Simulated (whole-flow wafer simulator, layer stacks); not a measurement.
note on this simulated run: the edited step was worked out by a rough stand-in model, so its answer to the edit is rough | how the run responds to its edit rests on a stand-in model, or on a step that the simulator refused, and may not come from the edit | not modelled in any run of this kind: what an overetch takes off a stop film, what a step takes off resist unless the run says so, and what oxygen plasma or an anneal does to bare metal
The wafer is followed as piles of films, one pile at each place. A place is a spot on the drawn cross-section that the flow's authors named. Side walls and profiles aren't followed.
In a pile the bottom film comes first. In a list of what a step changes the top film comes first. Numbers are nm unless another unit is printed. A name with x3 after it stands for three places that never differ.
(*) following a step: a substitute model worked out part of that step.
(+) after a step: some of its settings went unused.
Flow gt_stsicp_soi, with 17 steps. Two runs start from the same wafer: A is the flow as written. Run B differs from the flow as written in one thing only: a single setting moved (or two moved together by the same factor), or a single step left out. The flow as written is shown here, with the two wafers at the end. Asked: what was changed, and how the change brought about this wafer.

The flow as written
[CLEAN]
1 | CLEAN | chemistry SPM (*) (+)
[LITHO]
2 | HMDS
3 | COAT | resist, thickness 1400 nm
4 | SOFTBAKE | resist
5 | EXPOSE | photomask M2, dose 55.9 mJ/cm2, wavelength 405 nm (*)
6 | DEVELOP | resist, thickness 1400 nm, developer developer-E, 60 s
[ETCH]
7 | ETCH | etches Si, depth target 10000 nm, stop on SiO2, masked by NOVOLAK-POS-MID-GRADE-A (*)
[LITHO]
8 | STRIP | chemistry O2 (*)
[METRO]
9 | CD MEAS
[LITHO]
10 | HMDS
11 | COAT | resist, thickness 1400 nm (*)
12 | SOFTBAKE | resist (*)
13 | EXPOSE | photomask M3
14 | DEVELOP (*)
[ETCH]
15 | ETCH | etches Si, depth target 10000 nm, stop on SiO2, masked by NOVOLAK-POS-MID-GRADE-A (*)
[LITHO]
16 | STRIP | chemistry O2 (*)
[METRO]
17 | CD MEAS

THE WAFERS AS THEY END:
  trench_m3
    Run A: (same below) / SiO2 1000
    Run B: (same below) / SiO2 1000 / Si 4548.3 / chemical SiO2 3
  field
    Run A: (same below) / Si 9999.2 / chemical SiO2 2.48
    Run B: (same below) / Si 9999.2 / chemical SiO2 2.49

What caused this: step 15, ETCH: depth target 5450 nm was run, though the flow has depth target 10000 nm.

How this came from the change, step by step:
  15 | ETCH | etches Si, depth target 10000 nm, stop on SiO2, masked by NOVOLAK-POS-MID-GRADE-A (*)
      trench_m3: A chemical SiO2 loses 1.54 (all of it), Si loses 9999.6 (all of it) | B chemical SiO2 loses 1.54 (all of it), Si loses 5450
      field, trench_m2: A resist loses 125 | B resist loses 68.1
  16 | STRIP | chemistry O2 (*)
      trench_m3: A nothing | B chemical SiO2 gains 3 (new film), Si loses 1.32
      field: A resist loses 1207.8 (all of it), chemical SiO2 gains 0.94, Si loses 0.41 | B resist loses 1264.6 (all of it), chemical SiO2 gains 0.94, Si loses 0.42
